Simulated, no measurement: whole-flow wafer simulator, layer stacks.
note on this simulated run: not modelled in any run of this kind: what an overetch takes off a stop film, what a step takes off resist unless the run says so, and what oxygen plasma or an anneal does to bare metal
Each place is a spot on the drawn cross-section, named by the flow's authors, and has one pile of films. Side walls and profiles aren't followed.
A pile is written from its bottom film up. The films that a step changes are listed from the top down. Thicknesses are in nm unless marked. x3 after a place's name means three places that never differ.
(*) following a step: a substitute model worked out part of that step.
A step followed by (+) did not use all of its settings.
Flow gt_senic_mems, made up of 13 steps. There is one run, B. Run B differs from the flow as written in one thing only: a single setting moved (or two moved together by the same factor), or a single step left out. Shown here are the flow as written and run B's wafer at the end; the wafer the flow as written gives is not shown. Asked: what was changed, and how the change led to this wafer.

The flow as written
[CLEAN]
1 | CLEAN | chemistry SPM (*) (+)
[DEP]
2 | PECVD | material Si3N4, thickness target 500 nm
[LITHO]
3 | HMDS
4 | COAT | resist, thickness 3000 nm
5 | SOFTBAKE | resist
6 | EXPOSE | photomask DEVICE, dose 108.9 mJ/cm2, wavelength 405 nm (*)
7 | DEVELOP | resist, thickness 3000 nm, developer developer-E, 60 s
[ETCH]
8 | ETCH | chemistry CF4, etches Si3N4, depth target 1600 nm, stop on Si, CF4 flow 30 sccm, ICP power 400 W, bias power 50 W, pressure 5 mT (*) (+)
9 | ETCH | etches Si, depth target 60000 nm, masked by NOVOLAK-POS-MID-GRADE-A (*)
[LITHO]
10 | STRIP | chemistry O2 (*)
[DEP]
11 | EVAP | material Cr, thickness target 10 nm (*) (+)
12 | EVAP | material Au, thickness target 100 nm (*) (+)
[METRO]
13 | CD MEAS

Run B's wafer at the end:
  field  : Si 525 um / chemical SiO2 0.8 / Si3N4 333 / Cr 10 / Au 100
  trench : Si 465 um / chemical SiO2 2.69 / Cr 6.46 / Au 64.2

The reason: step 2, PECVD: thickness target 333 nm was run, while the flow as written has thickness target 500 nm.
The wafer itself shows it: field has Si3N4 333, and step 2 as written asks for 500 nm.

The path from the change to this, step by step:
  2 | PECVD | material Si3N4, thickness target 500 nm
      field, trench: +333 Si3N4 (new film) (it would be, as written: +500 Si3N4 (new film))
  8 | ETCH | chemistry CF4, etches Si3N4, depth target 1600 nm, stop on Si, CF4 flow 30 sccm, ICP power 400 W, bias power 50 W, pressure 5 mT (*) (+)
      field: -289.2 resist (it would be, as written: -400.5 resist)
      trench: -333 Si3N4 (all of it), -0.8 chemical SiO2 (all of it) (it would be, as written: -500 Si3N4 (all of it), -0.8 chemical SiO2 (all of it))
  10 | STRIP | chemistry O2 (*)
      field: -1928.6 resist (all of it) (it would be, as written: -1817.3 resist (all of it))
